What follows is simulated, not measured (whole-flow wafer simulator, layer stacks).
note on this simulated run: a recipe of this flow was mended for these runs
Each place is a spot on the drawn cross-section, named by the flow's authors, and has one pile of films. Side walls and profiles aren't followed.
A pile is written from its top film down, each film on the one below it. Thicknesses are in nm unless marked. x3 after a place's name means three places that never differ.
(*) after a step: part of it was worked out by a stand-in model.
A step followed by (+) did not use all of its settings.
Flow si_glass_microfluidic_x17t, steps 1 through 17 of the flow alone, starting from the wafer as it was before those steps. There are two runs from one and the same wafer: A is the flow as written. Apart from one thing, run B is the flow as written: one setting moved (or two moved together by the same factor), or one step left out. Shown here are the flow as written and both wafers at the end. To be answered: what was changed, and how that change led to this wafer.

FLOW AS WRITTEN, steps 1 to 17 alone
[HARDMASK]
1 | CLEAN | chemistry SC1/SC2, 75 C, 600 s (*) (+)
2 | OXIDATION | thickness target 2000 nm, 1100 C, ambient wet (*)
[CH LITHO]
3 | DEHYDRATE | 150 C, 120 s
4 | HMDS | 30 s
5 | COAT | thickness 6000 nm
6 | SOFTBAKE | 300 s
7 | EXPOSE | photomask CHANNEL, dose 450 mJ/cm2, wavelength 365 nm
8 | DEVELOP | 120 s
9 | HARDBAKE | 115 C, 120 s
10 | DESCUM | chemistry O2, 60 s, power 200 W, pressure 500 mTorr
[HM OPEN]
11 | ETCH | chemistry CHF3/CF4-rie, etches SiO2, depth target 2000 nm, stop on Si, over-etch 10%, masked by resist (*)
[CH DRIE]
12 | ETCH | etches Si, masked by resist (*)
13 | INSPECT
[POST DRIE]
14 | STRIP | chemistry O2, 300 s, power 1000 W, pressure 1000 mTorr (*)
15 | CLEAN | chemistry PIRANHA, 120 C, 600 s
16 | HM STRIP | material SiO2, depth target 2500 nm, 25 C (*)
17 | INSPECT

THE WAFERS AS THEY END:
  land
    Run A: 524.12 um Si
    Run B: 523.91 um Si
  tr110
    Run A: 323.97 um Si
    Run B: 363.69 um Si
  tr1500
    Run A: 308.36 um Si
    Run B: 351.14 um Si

The reason: step 2, OXIDATION: thickness target 2466 nm was run, while the flow as written has thickness target 2000 nm.

How this came from the change, step by step:
  2 | OXIDATION | thickness target 2000 nm, 1100 C, ambient wet (*)
      land, tr110, tr1500, tr15: A SiO2 gains 2000 (new film), chemical SiO2 loses 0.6 (all of it), Si loses 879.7 | B SiO2 gains 2466 (new film), chemical SiO2 loses 0.6 (all of it), Si loses 1084.8
  11 | ETCH | chemistry CHF3/CF4-rie, etches SiO2, depth target 2000 nm, stop on Si, over-etch 10%, masked by resist (*)
      tr110, tr1500, tr15: A SiO2 loses 2000 (all of it), Si loses 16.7 | B SiO2 loses 2200
  12 | ETCH | etches Si, masked by resist (*)
      tr110: A Si loses 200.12 um | B SiO2 loses 266 (all of it), Si loses 160.22 um
      tr1500: A Si loses 215.73 um | B SiO2 loses 266 (all of it), Si loses 172.77 um
      (as well as at 1 more place)
  16 | HM STRIP | material SiO2, depth target 2500 nm, 25 C (*)
      land: A SiO2 loses 2000 (all of it) | B SiO2 loses 2466 (all of it)
